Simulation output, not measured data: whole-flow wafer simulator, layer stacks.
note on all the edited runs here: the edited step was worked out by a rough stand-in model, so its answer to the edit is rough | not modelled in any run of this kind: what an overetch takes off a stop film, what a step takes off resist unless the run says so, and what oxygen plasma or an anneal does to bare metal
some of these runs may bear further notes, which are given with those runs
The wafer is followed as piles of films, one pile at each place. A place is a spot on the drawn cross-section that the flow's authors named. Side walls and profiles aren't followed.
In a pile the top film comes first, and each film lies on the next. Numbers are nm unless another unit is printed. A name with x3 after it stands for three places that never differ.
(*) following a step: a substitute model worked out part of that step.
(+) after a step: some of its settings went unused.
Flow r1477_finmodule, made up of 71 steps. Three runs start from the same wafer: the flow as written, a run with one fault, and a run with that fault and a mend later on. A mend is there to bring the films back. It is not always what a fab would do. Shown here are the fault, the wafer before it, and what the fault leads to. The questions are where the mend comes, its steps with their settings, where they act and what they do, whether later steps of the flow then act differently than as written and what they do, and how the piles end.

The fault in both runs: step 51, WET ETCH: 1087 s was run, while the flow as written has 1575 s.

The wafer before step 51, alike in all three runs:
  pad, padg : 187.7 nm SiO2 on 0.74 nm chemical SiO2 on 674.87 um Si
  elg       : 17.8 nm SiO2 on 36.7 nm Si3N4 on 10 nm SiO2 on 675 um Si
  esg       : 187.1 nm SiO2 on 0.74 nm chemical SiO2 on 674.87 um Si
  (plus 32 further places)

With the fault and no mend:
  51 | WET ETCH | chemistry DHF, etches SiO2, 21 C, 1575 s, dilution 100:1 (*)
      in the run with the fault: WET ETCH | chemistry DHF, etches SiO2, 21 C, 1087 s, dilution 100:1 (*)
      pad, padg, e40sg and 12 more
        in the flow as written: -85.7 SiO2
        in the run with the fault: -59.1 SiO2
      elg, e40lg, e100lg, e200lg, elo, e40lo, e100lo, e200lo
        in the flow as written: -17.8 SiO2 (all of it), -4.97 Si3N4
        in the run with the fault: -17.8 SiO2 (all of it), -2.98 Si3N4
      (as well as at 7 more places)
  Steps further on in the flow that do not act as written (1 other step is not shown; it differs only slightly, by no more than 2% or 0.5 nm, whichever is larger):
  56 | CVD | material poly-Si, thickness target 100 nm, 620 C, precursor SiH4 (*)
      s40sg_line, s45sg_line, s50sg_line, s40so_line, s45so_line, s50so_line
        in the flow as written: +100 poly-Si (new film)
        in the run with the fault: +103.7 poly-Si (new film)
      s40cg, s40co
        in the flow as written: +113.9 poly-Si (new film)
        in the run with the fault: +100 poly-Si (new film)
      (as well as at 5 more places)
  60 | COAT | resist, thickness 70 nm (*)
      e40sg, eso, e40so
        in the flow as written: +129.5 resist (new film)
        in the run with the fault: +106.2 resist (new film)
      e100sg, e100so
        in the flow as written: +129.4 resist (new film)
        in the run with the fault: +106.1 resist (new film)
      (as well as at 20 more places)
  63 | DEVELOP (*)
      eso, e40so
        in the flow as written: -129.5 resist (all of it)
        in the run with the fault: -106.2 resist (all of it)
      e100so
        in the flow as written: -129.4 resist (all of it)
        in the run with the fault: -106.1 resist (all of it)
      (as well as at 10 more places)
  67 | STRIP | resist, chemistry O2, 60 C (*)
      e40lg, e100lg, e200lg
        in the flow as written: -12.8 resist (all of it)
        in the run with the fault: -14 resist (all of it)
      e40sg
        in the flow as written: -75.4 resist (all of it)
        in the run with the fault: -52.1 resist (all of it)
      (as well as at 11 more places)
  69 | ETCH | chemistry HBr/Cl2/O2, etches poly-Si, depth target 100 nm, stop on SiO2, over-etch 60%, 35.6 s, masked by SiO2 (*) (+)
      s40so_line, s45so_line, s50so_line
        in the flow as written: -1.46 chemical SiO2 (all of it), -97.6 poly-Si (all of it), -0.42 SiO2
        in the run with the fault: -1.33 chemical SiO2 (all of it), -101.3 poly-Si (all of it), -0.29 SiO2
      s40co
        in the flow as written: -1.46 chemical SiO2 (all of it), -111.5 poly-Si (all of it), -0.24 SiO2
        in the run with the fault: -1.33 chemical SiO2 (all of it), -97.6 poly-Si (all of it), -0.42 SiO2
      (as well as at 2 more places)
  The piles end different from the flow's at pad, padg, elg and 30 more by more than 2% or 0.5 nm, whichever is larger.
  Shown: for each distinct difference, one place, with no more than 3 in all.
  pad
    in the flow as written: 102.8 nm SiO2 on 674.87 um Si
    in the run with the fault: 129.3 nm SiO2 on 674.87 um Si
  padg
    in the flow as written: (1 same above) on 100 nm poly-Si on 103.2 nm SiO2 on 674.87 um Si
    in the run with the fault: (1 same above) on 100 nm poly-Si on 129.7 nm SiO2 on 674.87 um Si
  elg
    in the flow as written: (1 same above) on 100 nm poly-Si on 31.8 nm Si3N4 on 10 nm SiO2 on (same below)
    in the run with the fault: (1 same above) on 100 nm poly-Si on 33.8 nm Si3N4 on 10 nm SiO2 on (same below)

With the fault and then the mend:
  The mend stands after step 51.
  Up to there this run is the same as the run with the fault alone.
  51a | WET ETCH | chemistry DHF, etches SiO2, 21 C, 488 s, dilution 100:1 (*) (the flow's step 51 again, with other settings)
      pad, padg, e40sg and 12 more
        -26.6 SiO2
      elg, e40lg, e100lg, e200lg, elo, e40lo, e100lo, e200lo
        -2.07 Si3N4
      esg, s40cg, s45cg, s50cg, s40co, s45co, s50co
        -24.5 SiO2
  Every later step of the flow that is run acts as written, at every place that is followed, to within 2% or 0.5 nm, whichever is larger.
  The piles end only slightly different from the flow's at the places that both follow, by no more than 2% or 0.5 nm, whichever is larger.
